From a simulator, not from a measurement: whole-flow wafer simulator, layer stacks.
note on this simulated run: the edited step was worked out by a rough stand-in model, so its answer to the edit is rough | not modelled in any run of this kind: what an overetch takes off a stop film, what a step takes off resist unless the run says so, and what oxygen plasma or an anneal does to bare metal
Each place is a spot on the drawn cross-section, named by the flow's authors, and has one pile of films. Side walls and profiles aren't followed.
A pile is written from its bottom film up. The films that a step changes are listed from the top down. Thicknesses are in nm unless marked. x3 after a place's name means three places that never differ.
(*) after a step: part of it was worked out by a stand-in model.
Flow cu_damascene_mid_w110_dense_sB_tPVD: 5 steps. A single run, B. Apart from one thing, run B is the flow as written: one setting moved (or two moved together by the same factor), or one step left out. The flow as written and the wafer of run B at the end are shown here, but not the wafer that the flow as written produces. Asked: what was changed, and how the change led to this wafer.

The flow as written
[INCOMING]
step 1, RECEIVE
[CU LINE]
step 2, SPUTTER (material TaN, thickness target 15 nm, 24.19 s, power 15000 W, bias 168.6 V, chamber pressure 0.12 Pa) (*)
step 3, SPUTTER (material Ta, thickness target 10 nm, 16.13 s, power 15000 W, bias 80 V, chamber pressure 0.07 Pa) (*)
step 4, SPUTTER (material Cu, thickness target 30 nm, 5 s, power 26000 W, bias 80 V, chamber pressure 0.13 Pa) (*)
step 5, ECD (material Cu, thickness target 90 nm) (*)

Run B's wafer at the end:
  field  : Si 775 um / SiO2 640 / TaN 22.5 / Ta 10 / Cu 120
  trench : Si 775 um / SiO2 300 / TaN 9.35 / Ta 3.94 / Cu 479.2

What caused this: step 2, SPUTTER: thickness target 22.5 nm was run, whereas the flow has thickness target 15 nm.
The wafer itself shows it: field has TaN 22.5, and step 2 as written asks for 15 nm.

How this came from the change, step by step:
  step 2, SPUTTER (material TaN, thickness target 15 nm, 24.19 s, power 15000 W, bias 168.6 V, chamber pressure 0.12 Pa) (*)
      field: TaN gains 22.5 (new film) (in the flow as written it would be: TaN gains 15 (new film))
      trench: TaN gains 9.35 (new film) (in the flow as written it would be: TaN gains 6.23 (new film))
